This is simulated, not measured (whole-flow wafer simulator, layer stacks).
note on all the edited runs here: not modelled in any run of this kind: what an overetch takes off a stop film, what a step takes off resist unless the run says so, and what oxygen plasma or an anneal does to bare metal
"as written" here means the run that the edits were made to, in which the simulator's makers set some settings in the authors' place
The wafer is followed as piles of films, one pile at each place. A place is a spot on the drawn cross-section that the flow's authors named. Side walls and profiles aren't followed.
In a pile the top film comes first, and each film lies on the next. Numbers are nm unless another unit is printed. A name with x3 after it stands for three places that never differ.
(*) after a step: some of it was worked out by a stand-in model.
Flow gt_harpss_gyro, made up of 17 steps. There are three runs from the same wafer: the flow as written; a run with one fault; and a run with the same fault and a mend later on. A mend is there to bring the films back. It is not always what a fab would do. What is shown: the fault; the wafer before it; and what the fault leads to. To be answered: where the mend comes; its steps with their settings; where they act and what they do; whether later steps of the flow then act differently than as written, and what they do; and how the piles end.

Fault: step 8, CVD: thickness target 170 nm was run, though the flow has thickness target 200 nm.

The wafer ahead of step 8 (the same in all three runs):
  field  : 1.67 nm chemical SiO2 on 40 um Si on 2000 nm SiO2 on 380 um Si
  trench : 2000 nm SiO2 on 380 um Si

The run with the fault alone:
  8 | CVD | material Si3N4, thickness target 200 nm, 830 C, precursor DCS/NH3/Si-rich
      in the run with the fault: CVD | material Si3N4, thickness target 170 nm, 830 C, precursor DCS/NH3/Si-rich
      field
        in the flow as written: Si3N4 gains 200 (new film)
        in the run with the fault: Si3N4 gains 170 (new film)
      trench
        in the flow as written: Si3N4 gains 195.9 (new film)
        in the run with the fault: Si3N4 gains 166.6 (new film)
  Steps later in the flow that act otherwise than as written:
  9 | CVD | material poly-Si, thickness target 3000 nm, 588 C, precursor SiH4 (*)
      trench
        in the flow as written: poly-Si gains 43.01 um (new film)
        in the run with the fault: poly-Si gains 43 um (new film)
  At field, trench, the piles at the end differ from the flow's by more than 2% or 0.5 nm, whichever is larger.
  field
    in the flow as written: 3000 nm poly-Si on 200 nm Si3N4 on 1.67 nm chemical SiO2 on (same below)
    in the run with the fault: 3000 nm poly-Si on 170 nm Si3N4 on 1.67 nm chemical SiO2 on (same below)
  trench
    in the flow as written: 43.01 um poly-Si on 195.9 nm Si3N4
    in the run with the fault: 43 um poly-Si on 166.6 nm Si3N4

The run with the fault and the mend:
  The mend stands after step 8.
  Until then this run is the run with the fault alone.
  8a | CVD | material Si3N4, thickness target 30 nm, 830 C, precursor DCS/NH3/Si-rich (the flow's step 8, run once more with other settings)
      field
        Si3N4 gains 30
      trench
        Si3N4 gains 29.2
  Every later step of the flow that is run acts as written at every place that is followed.
  When the end is reached, the piles differ only a little from the flow's at the places that both follow, at most by 2% or 0.5 nm, whichever is larger.
